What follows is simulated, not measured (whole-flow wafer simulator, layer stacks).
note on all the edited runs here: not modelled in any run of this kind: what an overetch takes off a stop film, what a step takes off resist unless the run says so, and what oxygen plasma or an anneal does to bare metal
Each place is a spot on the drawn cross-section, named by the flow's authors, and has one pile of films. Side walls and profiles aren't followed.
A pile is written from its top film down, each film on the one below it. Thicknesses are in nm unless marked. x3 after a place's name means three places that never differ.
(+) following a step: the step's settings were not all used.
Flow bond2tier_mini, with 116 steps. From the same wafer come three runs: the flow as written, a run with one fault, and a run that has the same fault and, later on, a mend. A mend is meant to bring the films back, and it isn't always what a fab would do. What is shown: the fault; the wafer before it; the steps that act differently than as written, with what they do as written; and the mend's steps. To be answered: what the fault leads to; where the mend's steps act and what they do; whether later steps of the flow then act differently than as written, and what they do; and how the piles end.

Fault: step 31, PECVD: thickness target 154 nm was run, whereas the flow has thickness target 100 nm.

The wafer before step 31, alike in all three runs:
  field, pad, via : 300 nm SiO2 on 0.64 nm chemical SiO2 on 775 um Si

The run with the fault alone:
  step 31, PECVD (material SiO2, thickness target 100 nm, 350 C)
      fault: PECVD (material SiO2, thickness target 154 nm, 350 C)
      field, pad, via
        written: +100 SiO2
        fault: +154 SiO2
  None of the later steps of the flow acts differently than as written at any place that is followed.
  By the end, the piles at field, pad depart from the flow's by more than 2% or 0.5 nm, whichever is larger.
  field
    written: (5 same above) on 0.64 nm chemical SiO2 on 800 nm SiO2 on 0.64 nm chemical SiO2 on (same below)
    fault: (5 same above) on 0.64 nm chemical SiO2 on 854 nm SiO2 on 0.64 nm chemical SiO2 on (same below)
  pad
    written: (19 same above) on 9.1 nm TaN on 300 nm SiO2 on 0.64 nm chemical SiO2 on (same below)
    fault: (19 same above) on 9.1 nm TaN on 354 nm SiO2 on 0.64 nm chemical SiO2 on (same below)

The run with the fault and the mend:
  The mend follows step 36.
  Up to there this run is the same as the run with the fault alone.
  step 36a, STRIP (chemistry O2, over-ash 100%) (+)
      field
        -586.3 KrF resist (all of it)
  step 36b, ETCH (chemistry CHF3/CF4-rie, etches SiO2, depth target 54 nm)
      field, pad, via
        -54 SiO2
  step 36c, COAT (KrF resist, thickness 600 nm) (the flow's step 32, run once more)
      field, pad, via
        +600 KrF resist (new film)
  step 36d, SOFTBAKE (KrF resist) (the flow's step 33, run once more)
      does not change any film at any place that is followed
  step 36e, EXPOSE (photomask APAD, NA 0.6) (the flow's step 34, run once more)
      does not change any film at any place that is followed
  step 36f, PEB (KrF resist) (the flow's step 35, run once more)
      does not change any film at any place that is followed
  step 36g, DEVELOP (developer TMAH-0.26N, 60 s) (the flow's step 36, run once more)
      pad, via
        -600 KrF resist (all of it)
      field
        -13.7 KrF resist
  None of the later steps of the flow acts differently than as written at any place that is followed.
  At every place that both follow, the piles at the end match the flow's.
